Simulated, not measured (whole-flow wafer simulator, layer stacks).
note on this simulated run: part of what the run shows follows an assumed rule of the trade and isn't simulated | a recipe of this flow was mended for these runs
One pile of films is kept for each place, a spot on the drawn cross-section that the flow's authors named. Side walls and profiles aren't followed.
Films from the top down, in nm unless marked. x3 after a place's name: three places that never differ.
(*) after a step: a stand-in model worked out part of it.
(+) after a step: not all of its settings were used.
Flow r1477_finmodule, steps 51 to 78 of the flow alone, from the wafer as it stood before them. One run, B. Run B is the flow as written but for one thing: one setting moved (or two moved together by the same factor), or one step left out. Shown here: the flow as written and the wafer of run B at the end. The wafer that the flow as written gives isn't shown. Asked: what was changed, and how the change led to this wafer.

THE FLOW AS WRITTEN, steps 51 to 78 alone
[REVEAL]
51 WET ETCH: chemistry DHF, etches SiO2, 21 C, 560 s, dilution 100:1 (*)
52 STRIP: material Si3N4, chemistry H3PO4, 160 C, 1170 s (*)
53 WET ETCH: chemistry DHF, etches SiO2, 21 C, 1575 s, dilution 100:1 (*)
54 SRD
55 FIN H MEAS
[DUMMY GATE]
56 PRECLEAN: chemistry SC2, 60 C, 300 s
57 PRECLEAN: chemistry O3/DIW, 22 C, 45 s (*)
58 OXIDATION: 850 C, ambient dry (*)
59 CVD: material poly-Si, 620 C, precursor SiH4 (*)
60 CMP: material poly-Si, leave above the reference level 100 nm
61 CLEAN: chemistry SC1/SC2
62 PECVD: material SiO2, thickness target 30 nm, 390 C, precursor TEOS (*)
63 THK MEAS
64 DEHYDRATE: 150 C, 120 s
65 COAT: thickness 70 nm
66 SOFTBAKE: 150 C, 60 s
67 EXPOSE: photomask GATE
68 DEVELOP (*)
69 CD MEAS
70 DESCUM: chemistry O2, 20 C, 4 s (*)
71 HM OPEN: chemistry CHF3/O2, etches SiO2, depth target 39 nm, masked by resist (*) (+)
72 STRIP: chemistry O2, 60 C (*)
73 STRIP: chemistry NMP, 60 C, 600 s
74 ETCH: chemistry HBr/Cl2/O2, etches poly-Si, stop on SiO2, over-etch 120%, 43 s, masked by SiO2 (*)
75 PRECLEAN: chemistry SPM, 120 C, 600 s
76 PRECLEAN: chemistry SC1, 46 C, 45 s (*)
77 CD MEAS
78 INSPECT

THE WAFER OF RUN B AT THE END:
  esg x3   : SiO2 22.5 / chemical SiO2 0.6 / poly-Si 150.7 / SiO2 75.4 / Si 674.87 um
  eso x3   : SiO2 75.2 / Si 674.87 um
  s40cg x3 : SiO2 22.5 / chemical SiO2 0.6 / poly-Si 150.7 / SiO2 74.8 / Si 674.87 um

The cause: step 53, WET ETCH: 22.4 C was run, where the flow has 21 C.

How the change led to this, step by step:
  53 WET ETCH: chemistry DHF, etches SiO2, 21 C, 1575 s, dilution 100:1 (*)
      esg x3, e200sg, s40cg x3, s40sg x3, eso x3, e200so, s40co x3, s40so x3: SiO2 -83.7 (as written it would be: SiO2 -79.1)
      pad, padg: SiO2 -90.7 (as written it would be: SiO2 -85.7)
  59 CVD: material poly-Si, 620 C, precursor SiH4 (*)
      e200sg, e200so: poly-Si +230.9 (new film) (as written it would be: poly-Si +219.2 (new film))
  60 CMP: material poly-Si, leave above the reference level 100 nm
      pad, padg: poly-Si -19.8 (as written it would be: poly-Si -24.8)
      e200sg, e200so: poly-Si -80 (as written it would be: poly-Si -72.9)
  74 ETCH: chemistry HBr/Cl2/O2, etches poly-Si, stop on SiO2, over-etch 120%, 43 s, masked by SiO2 (*)
      eso x3, e200so, s40co x3, s40so x3: chemical SiO2 -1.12 (all of it), poly-Si -148.5 (all of it), SiO2 -0.19 (as written it would be: chemical SiO2 -1.12 (all of it), poly-Si -143.9 (all of it), SiO2 -0.22)
      pad: chemical SiO2 -1.12 (all of it), poly-Si -157.8 (all of it), SiO2 -0.15 (as written it would be: chemical SiO2 -1.12 (all of it), poly-Si -152.8 (all of it), SiO2 -0.17)
